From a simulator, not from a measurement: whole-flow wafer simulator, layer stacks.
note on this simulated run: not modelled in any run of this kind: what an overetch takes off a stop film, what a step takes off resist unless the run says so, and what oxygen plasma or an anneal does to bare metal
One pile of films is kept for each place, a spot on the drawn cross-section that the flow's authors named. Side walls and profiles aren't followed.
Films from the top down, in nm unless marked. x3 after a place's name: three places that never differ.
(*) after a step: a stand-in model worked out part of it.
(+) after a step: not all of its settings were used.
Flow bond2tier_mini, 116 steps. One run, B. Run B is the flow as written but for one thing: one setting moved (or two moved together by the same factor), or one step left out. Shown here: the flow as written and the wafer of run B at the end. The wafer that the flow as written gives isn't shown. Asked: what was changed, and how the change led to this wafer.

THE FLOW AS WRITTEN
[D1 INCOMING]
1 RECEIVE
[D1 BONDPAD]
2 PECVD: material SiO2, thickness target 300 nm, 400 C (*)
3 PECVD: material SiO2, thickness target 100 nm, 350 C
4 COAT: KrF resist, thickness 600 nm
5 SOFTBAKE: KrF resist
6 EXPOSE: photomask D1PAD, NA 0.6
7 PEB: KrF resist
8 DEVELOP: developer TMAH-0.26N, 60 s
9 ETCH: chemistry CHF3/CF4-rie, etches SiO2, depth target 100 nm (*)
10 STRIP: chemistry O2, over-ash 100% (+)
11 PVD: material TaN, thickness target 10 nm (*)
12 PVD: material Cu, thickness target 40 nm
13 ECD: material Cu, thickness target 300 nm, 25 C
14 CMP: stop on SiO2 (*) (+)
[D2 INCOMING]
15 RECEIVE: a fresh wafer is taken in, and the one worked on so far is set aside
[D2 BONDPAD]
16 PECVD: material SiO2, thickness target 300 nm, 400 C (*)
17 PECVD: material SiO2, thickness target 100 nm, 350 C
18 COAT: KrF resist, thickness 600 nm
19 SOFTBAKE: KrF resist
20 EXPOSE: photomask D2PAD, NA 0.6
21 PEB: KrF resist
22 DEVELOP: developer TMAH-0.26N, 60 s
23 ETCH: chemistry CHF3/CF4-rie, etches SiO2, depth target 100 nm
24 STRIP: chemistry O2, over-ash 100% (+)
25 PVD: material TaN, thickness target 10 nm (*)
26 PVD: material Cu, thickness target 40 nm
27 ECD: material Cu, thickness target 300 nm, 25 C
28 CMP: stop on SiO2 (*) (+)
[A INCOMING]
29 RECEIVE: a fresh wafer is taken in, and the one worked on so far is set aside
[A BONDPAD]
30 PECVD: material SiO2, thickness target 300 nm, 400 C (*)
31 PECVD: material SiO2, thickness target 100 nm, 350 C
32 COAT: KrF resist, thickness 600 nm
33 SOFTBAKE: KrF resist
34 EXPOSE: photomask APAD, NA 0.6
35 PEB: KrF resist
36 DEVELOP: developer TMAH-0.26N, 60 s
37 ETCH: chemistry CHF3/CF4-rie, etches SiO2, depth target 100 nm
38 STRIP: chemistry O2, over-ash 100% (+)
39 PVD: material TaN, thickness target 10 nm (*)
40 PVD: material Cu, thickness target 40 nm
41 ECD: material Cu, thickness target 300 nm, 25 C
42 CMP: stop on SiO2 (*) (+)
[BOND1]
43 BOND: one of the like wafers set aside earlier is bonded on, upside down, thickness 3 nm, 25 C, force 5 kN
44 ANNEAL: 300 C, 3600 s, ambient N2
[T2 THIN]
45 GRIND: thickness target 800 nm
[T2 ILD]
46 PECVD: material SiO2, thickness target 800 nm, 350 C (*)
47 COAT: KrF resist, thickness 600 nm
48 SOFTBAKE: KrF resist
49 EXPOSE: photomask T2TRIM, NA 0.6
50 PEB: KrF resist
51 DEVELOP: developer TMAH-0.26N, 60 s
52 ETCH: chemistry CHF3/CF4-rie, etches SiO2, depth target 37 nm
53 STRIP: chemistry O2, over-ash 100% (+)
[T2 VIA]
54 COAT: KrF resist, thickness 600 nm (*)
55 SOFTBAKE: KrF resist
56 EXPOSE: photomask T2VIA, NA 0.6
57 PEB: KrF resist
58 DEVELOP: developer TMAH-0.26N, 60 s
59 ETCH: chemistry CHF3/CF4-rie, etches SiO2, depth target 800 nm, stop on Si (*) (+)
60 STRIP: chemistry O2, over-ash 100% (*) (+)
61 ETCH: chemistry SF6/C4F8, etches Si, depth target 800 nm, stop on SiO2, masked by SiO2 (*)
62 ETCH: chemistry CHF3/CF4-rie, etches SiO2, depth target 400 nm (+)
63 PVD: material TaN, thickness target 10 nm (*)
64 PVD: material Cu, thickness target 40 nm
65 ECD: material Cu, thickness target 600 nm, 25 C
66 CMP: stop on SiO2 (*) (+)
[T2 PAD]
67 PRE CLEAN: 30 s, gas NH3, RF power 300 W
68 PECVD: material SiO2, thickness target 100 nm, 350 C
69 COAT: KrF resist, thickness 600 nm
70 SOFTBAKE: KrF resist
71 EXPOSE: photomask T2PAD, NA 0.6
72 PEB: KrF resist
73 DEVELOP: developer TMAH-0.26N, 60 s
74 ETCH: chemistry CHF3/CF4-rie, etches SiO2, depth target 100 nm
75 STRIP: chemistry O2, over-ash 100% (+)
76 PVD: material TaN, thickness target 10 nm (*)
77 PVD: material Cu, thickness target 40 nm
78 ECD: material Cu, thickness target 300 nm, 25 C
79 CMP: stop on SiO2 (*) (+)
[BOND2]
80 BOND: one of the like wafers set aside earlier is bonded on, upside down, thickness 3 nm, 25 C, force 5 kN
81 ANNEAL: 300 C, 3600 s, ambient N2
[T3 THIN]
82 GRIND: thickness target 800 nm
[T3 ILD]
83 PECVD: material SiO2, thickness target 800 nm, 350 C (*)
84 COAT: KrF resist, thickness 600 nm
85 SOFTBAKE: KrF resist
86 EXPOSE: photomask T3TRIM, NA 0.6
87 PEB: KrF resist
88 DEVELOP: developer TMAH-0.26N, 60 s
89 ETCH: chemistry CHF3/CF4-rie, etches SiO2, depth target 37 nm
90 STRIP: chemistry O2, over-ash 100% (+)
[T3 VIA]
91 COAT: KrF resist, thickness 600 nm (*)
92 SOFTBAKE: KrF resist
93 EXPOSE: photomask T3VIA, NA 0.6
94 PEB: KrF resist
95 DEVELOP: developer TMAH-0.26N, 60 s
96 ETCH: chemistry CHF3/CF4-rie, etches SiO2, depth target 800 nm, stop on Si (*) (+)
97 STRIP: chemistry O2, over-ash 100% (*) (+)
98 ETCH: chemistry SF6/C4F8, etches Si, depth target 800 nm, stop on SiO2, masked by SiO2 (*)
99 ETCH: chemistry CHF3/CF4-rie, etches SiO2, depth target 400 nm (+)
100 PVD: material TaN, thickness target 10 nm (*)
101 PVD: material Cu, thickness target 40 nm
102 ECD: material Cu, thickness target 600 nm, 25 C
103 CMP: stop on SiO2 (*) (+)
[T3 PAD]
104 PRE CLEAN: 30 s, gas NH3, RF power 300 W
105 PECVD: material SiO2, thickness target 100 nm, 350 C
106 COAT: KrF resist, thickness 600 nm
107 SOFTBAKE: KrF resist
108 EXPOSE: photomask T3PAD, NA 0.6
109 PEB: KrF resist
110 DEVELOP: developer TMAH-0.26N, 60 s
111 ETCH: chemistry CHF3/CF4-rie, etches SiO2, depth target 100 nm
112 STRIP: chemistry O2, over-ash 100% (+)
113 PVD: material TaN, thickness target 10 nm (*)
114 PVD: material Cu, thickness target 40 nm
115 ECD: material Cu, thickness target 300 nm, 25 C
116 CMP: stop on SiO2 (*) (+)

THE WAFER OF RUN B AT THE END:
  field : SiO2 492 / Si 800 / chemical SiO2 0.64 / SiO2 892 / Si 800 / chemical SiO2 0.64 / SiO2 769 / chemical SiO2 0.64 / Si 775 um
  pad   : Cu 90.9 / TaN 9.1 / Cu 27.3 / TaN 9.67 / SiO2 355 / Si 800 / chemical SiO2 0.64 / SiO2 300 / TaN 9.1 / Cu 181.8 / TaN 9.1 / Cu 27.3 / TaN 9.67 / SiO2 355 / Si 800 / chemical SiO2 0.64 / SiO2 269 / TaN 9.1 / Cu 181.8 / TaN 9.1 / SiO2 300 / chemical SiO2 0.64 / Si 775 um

The cause: step 3, PECVD: thickness target 69 nm was run, where the flow has thickness target 100 nm.

How the change led to this, step by step:
  3 PECVD: material SiO2, thickness target 100 nm, 350 C
      field, pad, via: SiO2 +69 (as written it would be: SiO2 +100)
  43 BOND: one of the like wafers set aside earlier is bonded on, upside down, thickness 3 nm, 25 C, force 5 kN
      field: Si +775 um (new film), chemical SiO2 +0.64 (new film), SiO2 +369 (as written it would be: Si +775 um (new film), chemical SiO2 +0.64 (new film), SiO2 +400)
      pad: Si +775 um (new film), chemical SiO2 +0.64 (new film), SiO2 +269 (new film), TaN +9.1 (new film), Cu +90.9 (as written it would be: Si +775 um (new film), chemical SiO2 +0.64 (new film), SiO2 +300 (new film), TaN +9.1 (new film), Cu +90.9)
      (and at 1 more place)
